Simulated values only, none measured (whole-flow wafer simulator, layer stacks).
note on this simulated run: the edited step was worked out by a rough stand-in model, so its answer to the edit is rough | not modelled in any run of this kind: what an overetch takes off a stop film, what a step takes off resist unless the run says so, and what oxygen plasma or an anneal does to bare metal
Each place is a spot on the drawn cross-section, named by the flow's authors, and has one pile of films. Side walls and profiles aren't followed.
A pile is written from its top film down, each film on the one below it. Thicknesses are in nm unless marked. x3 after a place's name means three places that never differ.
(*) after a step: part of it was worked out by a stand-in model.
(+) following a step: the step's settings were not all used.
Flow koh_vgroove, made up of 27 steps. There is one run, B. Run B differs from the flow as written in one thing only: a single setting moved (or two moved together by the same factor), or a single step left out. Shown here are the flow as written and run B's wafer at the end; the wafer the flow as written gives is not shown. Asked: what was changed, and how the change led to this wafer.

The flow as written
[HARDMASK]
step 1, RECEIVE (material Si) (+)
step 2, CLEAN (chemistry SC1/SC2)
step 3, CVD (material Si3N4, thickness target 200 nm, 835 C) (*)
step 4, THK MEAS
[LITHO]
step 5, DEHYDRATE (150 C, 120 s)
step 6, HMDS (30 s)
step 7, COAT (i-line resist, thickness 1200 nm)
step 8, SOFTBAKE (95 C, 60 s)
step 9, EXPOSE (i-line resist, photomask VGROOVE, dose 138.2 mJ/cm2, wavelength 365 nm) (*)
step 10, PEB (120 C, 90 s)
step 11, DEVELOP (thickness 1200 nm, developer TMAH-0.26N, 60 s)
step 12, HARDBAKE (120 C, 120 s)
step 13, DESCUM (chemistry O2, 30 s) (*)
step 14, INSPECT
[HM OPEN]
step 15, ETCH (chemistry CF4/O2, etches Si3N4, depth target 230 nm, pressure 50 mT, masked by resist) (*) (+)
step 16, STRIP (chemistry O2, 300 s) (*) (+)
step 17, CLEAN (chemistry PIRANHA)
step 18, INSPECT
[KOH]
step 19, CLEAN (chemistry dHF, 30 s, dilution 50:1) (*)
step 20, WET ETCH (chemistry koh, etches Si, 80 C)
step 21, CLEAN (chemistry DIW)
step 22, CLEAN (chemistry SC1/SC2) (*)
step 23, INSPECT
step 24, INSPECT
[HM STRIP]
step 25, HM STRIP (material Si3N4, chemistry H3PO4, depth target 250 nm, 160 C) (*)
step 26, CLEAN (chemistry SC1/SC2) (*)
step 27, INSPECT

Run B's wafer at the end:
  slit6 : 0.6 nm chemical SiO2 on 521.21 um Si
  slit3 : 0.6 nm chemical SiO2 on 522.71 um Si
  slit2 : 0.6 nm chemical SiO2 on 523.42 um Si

What caused this: step 15, ETCH: depth target 264 nm was run, while the flow as written has depth target 230 nm.

Step by step, how the change led to this:
  step 15, ETCH (chemistry CF4/O2, etches Si3N4, depth target 230 nm, pressure 50 mT, masked by resist) (*) (+)
      slit3, slit2, slit6, slit20: Si3N4 loses 200 (all of it), chemical SiO2 loses 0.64 (all of it), Si loses 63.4 (as written it would have been: Si3N4 loses 200 (all of it), chemical SiO2 loses 0.64 (all of it), Si loses 29.4)
      field: i-line resist loses 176 (as written it would have been: i-line resist loses 153.3)
  step 16, STRIP (chemistry O2, 300 s) (*) (+)
      field: i-line resist loses 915 (all of it) (as written it would have been: i-line resist loses 937.7 (all of it))
